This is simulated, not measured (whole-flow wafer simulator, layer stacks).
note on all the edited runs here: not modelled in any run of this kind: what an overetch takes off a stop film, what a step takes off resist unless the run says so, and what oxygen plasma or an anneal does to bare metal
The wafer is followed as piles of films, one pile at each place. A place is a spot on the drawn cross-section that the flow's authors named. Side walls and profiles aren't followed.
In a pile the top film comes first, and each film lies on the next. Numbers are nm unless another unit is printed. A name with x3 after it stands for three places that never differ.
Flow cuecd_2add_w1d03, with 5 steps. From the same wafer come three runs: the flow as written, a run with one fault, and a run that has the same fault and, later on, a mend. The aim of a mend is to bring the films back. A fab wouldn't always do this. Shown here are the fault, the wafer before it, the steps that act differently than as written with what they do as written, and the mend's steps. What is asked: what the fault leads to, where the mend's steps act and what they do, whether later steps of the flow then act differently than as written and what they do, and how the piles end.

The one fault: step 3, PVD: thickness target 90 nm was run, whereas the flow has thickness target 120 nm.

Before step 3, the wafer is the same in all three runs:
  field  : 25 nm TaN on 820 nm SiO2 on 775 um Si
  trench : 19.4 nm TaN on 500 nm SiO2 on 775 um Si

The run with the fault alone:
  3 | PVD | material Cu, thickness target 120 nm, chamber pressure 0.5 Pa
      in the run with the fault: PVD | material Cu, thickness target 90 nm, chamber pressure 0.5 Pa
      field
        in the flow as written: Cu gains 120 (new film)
        in the run with the fault: Cu gains 90 (new film)
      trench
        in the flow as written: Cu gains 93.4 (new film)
        in the run with the fault: Cu gains 70.1 (new film)
  Later steps of the flow that are run all act as written at every place that is followed, up to a difference of at most 2% or 0.5 nm, whichever is larger.
  At field, trench, the piles at the end differ from the flow's by more than 2% or 0.5 nm, whichever is larger.
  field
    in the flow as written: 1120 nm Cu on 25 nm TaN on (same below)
    in the run with the fault: 1090 nm Cu on 25 nm TaN on (same below)
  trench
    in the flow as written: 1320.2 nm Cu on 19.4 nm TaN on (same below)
    in the run with the fault: 1288.6 nm Cu on 19.4 nm TaN on (same below)

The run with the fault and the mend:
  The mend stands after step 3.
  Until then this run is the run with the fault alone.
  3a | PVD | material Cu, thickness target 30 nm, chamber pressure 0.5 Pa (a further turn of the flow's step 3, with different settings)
      field
        Cu gains 30
      trench
        Cu gains 22.5
  Later steps of the flow that are run all act as written at every place that is followed, up to a difference of at most 2% or 0.5 nm, whichever is larger.
  At every place that both follow, the piles at the end match the flow's.
